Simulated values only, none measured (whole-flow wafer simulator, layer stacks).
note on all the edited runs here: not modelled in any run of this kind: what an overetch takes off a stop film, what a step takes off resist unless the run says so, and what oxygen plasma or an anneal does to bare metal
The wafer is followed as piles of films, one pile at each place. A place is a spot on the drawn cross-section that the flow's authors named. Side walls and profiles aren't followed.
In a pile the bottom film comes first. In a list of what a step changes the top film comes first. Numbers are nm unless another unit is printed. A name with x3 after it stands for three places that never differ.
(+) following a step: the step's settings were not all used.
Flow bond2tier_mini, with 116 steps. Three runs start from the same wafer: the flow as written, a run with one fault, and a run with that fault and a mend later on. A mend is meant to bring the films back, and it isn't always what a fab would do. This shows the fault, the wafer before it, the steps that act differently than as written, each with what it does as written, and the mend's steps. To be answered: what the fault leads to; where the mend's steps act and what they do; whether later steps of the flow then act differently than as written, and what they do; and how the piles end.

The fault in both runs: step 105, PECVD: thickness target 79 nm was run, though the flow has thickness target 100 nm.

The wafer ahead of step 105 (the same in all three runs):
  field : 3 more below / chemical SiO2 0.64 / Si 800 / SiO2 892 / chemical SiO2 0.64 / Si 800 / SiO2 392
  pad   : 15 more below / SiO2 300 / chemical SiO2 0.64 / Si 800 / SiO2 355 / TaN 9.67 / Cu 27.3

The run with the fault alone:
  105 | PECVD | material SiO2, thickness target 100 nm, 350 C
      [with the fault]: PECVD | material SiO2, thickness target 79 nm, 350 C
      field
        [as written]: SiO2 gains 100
        [with the fault]: SiO2 gains 79
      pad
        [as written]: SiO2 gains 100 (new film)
        [with the fault]: SiO2 gains 79 (new film)
  Steps later in the flow that act otherwise than as written (2 other steps are not shown; they differ only slightly, by no more than 2% or 0.5 nm, whichever is larger):
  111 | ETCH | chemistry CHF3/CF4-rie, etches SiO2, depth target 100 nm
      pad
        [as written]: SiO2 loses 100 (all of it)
        [with the fault]: SiO2 loses 79 (all of it), Cu loses 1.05
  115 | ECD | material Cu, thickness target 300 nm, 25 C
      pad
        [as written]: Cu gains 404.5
        [with the fault]: Cu gains 383.6
  The piles end different from the flow's at field, pad by more than 2% or 0.5 nm, whichever is larger.
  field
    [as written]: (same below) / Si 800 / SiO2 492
    [with the fault]: (same below) / Si 800 / SiO2 471
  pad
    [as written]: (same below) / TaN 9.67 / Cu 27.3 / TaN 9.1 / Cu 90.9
    [with the fault]: (same below) / TaN 9.67 / Cu 26.3 / TaN 9.32 / Cu 70.7

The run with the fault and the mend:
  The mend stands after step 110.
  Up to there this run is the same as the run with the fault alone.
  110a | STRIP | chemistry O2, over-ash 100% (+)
      field
        KrF resist loses 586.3 (all of it)
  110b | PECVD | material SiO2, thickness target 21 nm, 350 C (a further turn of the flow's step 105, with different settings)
      field, pad
        SiO2 gains 21
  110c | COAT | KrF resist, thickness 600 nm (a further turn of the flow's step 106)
      field, pad
        KrF resist gains 600 (new film)
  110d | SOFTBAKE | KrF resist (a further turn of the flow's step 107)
      alters no film at any place that is followed
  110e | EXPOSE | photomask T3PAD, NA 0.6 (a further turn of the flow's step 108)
      alters no film at any place that is followed
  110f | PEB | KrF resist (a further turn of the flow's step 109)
      alters no film at any place that is followed
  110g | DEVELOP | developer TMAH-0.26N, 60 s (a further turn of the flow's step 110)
      field
        KrF resist loses 13.7
      pad
        KrF resist loses 600 (all of it)
  None of the later steps of the flow acts differently than as written at any place that is followed.
  The piles end the same as the flow's at every place that both follow.
